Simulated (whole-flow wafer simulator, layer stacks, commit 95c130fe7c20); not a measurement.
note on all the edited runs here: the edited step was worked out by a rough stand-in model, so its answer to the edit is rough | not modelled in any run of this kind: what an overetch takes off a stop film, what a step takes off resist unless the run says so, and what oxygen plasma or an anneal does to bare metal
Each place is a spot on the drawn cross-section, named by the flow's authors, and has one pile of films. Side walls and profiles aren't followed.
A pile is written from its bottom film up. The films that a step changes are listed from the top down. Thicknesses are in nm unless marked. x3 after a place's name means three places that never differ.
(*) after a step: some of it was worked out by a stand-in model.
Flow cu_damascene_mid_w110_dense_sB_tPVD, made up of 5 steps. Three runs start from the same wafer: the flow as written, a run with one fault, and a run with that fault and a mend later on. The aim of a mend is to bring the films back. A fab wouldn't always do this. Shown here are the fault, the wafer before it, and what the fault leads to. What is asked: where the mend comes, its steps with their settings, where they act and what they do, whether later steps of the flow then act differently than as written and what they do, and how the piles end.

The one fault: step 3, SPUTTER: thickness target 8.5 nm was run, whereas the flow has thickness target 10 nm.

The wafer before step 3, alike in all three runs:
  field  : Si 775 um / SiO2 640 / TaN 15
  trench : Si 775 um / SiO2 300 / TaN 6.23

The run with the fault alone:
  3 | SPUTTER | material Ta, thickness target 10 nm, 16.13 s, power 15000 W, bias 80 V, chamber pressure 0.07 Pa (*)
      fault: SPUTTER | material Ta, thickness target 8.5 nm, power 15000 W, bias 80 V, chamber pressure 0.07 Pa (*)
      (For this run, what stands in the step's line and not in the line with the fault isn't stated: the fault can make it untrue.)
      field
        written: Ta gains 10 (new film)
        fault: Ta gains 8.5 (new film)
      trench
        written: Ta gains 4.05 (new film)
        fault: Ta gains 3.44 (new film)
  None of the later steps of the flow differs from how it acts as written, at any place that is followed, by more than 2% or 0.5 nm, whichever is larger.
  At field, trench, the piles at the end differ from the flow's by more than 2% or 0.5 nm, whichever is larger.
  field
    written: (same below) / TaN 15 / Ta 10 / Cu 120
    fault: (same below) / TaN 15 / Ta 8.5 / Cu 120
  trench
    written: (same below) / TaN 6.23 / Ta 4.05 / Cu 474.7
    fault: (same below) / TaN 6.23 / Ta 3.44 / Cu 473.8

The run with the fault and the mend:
  The mend follows step 3.
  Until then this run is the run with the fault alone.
  3a | SPUTTER | material Ta, thickness target 1.5 nm, power 15000 W, bias 80 V, chamber pressure 0.07 Pa (*) (the flow's step 3, run once more with other settings)
      field
        Ta gains 1.5
      trench
        Ta gains 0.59
  None of the later steps of the flow differs from how it acts as written, at any place that is followed, by more than 2% or 0.5 nm, whichever is larger.
  The piles end only slightly different from the flow's at the places that both follow, by no more than 2% or 0.5 nm, whichever is larger.
